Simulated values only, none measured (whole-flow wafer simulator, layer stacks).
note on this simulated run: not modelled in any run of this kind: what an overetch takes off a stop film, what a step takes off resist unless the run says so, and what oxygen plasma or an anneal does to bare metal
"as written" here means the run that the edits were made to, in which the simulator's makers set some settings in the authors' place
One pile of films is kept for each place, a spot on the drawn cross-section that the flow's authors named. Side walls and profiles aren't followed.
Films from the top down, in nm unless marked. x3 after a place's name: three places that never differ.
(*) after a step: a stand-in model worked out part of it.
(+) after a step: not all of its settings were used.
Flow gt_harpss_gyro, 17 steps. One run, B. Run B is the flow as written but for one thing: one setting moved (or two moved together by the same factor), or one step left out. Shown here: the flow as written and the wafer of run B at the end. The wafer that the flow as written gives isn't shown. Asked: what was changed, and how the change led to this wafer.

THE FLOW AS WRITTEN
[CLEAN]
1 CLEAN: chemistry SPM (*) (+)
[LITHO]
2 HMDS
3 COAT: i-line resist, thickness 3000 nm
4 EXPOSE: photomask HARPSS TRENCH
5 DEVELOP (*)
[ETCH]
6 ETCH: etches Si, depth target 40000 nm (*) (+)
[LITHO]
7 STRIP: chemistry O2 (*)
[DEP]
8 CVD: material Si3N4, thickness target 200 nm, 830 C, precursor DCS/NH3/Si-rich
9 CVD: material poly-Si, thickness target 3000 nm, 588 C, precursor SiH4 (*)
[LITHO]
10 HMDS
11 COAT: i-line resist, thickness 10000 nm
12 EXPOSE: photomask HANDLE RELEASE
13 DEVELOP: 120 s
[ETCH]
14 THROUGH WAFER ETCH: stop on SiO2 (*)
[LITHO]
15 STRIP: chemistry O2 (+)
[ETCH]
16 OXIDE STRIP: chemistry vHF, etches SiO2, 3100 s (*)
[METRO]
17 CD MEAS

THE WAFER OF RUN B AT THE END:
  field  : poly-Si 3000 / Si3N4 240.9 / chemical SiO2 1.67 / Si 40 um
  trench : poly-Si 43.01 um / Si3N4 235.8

The cause: step 8, CVD: thickness target 240.9 nm was run, where the flow has thickness target 200 nm.
It can be read off the wafer: field has Si3N4 240.9, and step 8 as written asks for 200 nm.

How the change led to this, step by step:
  8 CVD: material Si3N4, thickness target 200 nm, 830 C, precursor DCS/NH3/Si-rich
      field: Si3N4 +240.9 (new film) (as written it would be: Si3N4 +200 (new film))
      trench: Si3N4 +235.8 (new film) (as written it would be: Si3N4 +195.9 (new film))
